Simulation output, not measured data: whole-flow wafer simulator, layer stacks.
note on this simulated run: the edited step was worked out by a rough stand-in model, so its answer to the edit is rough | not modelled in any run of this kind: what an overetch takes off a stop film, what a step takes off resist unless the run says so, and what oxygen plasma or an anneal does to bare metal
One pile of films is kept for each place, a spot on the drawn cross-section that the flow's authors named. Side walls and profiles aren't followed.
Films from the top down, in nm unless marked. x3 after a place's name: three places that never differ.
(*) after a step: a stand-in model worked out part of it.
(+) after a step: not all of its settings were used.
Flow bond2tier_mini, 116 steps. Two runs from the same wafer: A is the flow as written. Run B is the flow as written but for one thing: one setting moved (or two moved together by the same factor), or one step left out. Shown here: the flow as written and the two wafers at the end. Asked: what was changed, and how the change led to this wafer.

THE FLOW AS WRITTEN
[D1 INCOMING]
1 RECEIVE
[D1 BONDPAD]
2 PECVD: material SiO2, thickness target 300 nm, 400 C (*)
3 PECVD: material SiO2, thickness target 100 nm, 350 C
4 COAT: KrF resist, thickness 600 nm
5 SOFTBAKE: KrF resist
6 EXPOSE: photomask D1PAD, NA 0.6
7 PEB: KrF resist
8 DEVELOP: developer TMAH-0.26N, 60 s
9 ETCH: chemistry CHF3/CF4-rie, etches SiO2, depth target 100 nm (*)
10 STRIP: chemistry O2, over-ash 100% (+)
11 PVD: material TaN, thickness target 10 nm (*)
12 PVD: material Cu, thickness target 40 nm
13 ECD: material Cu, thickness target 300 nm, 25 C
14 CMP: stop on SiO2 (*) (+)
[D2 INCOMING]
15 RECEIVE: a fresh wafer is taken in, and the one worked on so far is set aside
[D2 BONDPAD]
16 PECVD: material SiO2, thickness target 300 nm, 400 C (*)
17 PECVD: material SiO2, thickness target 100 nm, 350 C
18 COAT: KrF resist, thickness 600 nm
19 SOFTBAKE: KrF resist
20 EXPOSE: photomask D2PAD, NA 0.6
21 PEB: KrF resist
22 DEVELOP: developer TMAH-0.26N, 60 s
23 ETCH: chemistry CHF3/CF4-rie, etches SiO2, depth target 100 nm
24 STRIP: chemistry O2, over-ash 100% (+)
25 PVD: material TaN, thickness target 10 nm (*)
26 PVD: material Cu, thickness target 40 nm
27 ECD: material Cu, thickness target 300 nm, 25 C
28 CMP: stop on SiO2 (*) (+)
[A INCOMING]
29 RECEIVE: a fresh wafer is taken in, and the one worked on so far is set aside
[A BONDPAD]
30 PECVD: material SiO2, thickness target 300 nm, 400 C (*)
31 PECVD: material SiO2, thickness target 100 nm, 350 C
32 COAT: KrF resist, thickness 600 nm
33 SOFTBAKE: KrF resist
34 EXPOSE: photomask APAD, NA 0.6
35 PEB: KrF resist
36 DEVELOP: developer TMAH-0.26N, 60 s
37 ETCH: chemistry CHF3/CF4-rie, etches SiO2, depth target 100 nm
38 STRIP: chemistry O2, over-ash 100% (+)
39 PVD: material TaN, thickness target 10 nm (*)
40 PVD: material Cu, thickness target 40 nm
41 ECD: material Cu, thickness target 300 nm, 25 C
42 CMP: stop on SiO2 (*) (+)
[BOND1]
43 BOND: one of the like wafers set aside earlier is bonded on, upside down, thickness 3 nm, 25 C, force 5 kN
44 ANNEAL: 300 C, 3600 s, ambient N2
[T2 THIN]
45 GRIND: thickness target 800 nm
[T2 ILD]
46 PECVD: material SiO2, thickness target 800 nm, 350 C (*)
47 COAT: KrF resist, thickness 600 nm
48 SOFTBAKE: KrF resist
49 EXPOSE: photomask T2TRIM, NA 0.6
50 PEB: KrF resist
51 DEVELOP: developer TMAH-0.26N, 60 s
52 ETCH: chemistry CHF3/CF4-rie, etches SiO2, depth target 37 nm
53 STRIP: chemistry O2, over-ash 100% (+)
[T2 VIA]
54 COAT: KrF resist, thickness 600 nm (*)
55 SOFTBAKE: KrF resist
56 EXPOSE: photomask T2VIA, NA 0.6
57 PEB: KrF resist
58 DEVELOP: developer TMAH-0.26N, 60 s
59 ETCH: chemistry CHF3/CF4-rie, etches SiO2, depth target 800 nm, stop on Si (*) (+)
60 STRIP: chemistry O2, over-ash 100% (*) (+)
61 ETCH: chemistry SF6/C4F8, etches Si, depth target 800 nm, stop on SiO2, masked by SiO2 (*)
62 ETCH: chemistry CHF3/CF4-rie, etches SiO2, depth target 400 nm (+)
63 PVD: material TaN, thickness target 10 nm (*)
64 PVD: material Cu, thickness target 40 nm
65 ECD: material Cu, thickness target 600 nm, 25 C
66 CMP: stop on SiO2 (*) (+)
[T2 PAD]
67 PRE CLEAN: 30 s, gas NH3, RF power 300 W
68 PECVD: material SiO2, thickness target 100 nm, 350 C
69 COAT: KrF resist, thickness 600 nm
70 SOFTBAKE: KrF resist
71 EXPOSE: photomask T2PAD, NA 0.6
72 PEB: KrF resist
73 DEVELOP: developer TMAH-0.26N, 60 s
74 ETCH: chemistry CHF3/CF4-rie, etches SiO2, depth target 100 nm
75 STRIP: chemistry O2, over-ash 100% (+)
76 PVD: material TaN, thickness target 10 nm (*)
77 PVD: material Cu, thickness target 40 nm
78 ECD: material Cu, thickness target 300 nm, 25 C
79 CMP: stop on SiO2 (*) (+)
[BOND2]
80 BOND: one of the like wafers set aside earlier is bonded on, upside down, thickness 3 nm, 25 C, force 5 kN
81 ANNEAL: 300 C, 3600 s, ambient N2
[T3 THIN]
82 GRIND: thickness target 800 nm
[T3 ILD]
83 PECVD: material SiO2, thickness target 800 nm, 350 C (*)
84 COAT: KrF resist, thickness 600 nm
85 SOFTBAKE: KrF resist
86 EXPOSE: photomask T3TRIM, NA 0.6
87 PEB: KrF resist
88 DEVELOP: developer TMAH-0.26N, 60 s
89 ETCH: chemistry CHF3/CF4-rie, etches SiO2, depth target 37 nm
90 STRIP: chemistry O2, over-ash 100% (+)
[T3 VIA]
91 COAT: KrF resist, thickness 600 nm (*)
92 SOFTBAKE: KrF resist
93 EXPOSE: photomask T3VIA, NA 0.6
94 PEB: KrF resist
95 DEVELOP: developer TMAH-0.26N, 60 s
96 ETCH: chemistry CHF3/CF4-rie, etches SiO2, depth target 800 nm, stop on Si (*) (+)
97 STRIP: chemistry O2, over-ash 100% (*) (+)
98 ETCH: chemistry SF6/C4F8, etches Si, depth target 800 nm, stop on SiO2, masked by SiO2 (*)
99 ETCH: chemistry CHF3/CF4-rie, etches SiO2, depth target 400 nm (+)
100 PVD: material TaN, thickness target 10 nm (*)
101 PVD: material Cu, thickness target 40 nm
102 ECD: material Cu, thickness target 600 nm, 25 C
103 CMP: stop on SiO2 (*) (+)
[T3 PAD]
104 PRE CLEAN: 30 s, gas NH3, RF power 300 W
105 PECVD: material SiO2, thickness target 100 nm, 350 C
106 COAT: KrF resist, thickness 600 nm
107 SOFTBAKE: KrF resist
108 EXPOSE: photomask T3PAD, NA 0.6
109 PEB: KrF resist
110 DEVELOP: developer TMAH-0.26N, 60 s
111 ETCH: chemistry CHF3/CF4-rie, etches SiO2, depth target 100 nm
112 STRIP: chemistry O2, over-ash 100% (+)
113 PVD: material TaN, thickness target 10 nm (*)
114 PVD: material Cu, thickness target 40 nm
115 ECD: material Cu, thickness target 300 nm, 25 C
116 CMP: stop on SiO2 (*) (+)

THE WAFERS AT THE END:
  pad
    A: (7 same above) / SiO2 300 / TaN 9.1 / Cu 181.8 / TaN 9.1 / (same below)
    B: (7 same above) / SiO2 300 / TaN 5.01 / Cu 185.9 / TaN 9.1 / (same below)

The cause: step 25, PVD: thickness target 5.5 nm was run, where the flow has thickness target 10 nm.

How the change led to this, step by step:
  25 PVD: material TaN, thickness target 10 nm (*)
      field: A TaN +10 (new film) | B TaN +5.5 (new film)
      pad: A TaN +9.1 (new film) | B TaN +5.01 (new film)
      (and at 1 more place)
  28 CMP: stop on SiO2 (*) (+)
      field: A Cu -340 (all of it), TaN -10 (all of it) | B Cu -340 (all of it), TaN -5.5 (all of it)
  80 BOND: one of the like wafers set aside earlier is bonded on, upside down, thickness 3 nm, 25 C, force 5 kN
      pad: A Si +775 um (new film), chemical SiO2 +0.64 (new film), SiO2 +300 (new film), TaN +9.1 (new film), Cu +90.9 | B Si +775 um (new film), chemical SiO2 +0.64 (new film), SiO2 +300 (new film), TaN +5.01 (new film), Cu +95
